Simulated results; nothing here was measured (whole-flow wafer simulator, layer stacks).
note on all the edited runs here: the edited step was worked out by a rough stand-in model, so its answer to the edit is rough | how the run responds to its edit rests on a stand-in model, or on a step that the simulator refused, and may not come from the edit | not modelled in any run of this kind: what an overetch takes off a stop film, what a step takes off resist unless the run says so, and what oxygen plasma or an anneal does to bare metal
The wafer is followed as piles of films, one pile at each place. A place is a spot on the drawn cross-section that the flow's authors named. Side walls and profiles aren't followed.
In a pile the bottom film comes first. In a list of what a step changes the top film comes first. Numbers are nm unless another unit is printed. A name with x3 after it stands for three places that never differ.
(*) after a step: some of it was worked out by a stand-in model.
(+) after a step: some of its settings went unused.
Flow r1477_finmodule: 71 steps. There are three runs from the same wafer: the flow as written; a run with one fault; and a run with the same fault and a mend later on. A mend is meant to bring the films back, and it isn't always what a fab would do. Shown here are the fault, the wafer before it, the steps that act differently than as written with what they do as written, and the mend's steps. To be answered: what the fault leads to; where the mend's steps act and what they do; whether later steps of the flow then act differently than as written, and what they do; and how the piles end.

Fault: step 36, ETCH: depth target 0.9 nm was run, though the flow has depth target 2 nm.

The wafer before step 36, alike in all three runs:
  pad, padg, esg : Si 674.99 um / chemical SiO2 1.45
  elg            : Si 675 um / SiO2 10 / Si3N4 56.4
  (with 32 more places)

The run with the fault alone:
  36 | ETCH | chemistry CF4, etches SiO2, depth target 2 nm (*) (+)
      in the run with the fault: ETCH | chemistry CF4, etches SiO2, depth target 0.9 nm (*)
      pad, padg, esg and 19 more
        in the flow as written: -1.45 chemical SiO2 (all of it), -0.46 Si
        in the run with the fault: -0.9 chemical SiO2
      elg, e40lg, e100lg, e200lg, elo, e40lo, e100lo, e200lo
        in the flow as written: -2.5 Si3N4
        in the run with the fault: -1.12 Si3N4
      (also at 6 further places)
  Steps later in the flow that act otherwise than as written (8 more steps, not shown, differ only slightly: by at most 2% or 0.5 nm, whichever is larger):
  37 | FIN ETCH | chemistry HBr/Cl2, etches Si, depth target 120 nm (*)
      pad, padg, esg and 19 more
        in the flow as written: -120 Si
        in the run with the fault: -0.55 chemical SiO2 (all of it), -120 Si
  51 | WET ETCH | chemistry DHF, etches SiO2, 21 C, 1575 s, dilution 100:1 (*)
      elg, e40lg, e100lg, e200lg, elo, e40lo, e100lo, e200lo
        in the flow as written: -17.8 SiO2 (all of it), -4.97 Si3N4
        in the run with the fault: -16.5 SiO2 (all of it), -5.08 Si3N4
  The piles end different from the flow's at elg, e40lg, e100lg, e200lg, elo, e40lo, e100lo, e200lo by more than 2% or 0.5 nm, whichever is larger.
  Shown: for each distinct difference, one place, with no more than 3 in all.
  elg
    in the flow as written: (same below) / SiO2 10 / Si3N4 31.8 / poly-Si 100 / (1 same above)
    in the run with the fault: (same below) / SiO2 10 / Si3N4 33 / poly-Si 100 / (1 same above)
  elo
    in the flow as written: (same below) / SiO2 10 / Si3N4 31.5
    in the run with the fault: (same below) / SiO2 10 / Si3N4 32.8

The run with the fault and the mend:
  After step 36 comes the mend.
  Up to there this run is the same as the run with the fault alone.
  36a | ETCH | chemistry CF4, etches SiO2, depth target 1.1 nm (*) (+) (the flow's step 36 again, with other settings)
      pad, padg, esg and 19 more
        -0.55 chemical SiO2 (all of it), -0.46 Si
      elg, e40lg, e100lg, e200lg, elo, e40lo, e100lo, e200lo
        -1.38 Si3N4
      s40sg_line, s45sg_line, s50sg_line, s40so_line, s45so_line, s50so_line
        -1.1 SiO2
  Later steps of the flow that are run all act as written at every place that is followed.
  At every place that both follow, the piles at the end match the flow's.
